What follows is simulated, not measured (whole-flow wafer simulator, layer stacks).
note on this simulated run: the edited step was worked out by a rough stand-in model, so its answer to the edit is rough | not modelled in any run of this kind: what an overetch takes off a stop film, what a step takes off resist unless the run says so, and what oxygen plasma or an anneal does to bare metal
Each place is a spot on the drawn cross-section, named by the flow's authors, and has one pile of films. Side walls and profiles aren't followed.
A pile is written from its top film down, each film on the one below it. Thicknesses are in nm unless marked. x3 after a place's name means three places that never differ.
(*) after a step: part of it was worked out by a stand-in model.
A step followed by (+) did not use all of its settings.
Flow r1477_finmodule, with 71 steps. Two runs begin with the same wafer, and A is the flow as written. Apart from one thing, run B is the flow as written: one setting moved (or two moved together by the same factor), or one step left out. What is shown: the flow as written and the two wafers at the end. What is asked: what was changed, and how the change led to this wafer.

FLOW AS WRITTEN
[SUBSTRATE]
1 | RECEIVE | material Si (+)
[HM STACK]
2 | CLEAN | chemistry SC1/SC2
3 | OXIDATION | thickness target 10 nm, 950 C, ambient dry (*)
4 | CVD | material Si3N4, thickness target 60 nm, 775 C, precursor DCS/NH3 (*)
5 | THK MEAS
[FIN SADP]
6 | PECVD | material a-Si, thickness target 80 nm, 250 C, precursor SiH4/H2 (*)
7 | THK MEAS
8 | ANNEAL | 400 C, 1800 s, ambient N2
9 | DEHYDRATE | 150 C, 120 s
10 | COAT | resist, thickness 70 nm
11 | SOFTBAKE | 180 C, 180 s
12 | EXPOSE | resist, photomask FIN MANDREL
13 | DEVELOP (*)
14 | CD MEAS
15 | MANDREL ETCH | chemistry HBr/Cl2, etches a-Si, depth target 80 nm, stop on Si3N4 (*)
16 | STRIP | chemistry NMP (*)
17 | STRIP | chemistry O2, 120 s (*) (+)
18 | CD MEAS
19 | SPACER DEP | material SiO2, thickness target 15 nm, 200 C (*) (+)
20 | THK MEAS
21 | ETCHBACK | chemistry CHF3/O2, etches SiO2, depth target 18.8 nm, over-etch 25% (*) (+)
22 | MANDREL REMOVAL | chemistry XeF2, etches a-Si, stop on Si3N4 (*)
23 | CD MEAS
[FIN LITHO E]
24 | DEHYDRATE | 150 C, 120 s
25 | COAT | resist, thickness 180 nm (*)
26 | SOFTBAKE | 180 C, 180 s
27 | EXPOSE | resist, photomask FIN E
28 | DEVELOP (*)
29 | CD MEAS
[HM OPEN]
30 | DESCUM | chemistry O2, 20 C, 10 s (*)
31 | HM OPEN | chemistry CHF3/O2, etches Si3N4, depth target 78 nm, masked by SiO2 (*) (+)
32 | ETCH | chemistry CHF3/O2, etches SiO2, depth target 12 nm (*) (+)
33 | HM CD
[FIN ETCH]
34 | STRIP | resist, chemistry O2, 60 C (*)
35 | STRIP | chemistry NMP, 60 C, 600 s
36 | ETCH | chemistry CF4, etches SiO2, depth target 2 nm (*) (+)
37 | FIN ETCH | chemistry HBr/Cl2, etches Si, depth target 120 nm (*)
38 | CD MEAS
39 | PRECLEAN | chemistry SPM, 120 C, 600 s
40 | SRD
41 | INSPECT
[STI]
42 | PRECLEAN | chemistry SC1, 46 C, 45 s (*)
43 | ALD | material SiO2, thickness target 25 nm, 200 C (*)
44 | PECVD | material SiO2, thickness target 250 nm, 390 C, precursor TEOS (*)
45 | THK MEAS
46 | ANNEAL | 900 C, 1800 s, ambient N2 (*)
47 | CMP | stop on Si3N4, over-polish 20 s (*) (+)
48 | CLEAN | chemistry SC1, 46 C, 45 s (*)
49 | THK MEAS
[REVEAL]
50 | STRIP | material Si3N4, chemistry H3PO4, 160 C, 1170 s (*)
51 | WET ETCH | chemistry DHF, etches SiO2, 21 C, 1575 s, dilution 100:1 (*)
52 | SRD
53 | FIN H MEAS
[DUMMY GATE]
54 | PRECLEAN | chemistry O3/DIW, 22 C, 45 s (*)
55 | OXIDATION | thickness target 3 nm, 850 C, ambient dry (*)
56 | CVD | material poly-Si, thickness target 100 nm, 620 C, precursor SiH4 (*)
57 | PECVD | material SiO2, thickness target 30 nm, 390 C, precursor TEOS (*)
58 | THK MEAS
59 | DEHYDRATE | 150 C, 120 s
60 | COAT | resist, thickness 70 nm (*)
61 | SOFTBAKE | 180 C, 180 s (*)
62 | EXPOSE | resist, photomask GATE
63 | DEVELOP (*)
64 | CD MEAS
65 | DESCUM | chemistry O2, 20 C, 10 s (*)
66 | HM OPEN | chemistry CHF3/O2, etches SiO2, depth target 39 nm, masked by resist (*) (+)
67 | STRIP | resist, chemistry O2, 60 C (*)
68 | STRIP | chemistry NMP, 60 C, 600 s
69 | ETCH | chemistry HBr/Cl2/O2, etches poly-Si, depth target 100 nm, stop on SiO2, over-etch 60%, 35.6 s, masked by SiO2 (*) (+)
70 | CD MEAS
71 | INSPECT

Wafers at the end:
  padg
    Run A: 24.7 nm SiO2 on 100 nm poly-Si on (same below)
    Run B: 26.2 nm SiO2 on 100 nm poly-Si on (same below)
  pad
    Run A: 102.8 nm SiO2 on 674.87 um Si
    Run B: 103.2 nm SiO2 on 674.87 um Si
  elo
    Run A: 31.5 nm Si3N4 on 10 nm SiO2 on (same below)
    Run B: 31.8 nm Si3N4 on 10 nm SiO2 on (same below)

The reason: step 69, ETCH: depth target 71 nm was run, whereas the flow has depth target 100 nm; step 69, ETCH: 25.3 s was run, where the flow has 35.6 s.

How this came from the change, step by step:
  69 | ETCH | chemistry HBr/Cl2/O2, etches poly-Si, depth target 100 nm, stop on SiO2, over-etch 60%, 35.6 s, masked by SiO2 (*) (+)
      padg, elg, esg and 15 more: A SiO2 loses 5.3 | B SiO2 loses 3.76
